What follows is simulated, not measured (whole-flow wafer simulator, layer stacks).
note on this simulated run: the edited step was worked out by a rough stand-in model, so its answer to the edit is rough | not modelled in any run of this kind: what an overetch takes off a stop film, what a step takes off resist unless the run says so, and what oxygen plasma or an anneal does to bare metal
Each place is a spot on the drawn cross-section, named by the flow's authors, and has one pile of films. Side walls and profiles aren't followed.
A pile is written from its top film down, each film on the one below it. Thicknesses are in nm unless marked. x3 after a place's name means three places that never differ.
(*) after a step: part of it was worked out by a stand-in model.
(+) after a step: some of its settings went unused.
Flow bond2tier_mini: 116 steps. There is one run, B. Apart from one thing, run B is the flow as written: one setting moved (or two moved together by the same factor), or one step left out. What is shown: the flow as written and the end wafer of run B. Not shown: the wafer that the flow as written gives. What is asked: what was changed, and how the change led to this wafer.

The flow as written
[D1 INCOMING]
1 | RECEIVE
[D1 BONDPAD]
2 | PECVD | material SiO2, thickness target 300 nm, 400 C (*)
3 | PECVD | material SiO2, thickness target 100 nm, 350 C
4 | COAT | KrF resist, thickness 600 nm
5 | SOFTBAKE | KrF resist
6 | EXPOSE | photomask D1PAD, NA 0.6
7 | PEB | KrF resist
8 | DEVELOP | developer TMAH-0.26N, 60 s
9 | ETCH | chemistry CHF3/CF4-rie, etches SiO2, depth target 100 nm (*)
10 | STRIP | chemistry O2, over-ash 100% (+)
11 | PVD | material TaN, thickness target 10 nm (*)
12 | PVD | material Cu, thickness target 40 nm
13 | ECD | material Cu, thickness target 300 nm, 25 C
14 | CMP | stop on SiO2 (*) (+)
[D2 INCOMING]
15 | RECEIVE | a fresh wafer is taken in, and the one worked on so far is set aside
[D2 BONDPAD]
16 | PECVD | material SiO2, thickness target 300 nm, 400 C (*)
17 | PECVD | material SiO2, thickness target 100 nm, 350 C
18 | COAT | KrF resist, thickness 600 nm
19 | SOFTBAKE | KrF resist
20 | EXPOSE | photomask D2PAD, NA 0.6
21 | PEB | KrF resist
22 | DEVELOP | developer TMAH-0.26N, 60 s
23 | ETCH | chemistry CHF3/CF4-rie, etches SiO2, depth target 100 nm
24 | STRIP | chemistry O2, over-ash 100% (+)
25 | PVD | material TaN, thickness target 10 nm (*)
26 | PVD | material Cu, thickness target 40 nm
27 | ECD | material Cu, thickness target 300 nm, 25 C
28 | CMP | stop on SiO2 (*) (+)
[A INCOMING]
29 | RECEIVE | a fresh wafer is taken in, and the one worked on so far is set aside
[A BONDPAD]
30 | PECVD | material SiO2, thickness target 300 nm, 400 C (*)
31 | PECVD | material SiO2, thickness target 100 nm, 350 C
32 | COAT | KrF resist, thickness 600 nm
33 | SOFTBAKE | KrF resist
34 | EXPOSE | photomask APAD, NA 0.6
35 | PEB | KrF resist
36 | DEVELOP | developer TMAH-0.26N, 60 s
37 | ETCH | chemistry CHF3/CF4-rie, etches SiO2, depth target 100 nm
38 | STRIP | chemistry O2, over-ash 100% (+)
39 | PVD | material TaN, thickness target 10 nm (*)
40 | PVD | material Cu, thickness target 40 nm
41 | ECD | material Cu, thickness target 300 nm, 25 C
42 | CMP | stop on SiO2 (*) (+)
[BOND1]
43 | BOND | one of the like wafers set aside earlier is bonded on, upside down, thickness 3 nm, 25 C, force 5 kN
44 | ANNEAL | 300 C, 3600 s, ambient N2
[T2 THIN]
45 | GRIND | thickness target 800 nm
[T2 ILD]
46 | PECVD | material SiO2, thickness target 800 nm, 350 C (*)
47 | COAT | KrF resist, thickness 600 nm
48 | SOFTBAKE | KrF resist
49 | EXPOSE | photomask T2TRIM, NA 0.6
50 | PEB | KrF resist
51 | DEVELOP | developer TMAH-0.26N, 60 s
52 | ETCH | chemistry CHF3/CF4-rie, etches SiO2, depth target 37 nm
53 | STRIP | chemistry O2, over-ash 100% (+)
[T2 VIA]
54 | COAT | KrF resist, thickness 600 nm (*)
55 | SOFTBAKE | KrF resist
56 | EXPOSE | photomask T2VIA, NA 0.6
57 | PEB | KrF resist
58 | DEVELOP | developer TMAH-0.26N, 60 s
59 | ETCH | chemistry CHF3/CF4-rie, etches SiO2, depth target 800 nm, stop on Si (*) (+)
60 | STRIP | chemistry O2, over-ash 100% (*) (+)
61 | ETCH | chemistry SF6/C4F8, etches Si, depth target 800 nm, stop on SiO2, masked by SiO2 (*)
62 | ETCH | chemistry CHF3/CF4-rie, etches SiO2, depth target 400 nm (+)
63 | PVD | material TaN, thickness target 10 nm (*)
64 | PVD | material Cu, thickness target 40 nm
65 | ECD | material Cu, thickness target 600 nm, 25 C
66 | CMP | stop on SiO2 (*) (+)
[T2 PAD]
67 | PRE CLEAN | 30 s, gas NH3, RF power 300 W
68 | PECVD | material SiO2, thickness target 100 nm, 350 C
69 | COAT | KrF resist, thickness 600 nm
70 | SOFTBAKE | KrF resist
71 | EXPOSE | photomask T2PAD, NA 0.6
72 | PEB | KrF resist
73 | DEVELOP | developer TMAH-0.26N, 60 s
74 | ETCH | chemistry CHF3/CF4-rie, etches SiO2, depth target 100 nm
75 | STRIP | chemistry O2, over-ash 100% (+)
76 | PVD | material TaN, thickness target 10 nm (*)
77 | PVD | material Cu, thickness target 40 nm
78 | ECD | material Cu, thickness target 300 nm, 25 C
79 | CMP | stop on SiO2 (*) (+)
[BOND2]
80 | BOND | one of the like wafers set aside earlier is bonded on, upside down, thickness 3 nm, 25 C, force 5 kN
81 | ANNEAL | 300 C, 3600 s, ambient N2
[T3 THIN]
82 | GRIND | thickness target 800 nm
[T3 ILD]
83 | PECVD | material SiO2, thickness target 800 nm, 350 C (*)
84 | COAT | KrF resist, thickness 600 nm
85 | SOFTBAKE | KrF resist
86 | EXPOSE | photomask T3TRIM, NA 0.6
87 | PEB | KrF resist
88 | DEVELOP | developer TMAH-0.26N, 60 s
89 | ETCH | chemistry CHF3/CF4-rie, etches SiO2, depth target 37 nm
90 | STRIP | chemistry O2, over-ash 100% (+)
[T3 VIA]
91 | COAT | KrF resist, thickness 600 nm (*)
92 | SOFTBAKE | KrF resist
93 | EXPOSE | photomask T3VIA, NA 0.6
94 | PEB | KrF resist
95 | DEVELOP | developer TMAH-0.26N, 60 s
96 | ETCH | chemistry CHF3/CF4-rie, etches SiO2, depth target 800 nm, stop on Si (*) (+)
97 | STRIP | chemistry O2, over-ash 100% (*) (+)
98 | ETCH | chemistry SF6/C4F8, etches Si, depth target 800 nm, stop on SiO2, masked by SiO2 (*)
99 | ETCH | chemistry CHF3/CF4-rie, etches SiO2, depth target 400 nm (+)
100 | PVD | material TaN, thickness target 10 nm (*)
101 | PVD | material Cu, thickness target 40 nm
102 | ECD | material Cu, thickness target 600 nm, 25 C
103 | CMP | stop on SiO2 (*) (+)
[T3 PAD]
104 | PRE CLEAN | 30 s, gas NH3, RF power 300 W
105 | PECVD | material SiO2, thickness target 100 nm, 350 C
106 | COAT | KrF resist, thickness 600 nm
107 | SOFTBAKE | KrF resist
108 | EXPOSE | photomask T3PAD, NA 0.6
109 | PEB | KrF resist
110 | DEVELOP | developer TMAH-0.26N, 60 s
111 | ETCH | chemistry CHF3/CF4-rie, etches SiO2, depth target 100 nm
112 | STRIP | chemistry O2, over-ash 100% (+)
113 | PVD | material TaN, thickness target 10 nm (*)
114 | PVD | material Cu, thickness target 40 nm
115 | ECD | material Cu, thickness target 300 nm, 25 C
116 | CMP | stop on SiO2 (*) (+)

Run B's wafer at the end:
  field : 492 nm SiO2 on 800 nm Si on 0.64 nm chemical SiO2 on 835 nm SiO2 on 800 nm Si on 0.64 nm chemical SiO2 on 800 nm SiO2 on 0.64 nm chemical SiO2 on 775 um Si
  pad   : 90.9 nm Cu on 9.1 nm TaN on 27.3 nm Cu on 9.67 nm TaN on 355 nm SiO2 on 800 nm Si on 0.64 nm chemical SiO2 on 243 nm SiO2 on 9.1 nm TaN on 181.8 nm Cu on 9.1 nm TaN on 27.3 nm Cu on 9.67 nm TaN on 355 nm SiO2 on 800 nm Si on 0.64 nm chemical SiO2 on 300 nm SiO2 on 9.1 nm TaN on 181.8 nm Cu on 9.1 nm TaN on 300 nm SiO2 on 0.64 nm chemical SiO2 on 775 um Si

What caused this: step 16, PECVD: thickness target 243 nm was run, whereas the flow has thickness target 300 nm.
The wafer lets one read it off: pad has SiO2 243, and step 16 as written asks for 300 nm.

How this came from the change, step by step:
  16 | PECVD | material SiO2, thickness target 300 nm, 400 C (*)
      field, pad, via: +243 SiO2 (new film) (as written it would have been: +300 SiO2 (new film))
  80 | BOND | one of the like wafers set aside earlier is bonded on, upside down, thickness 3 nm, 25 C, force 5 kN
      field: +775 um Si (new film), +0.64 chemical SiO2 (new film), +343 SiO2 (as written it would have been: +775 um Si (new film), +0.64 chemical SiO2 (new film), +400 SiO2)
      pad: +775 um Si (new film), +0.64 chemical SiO2 (new film), +243 SiO2 (new film), +9.1 TaN (new film), +90.9 Cu (as written it would have been: +775 um Si (new film), +0.64 chemical SiO2 (new film), +300 SiO2 (new film), +9.1 TaN (new film), +90.9 Cu)
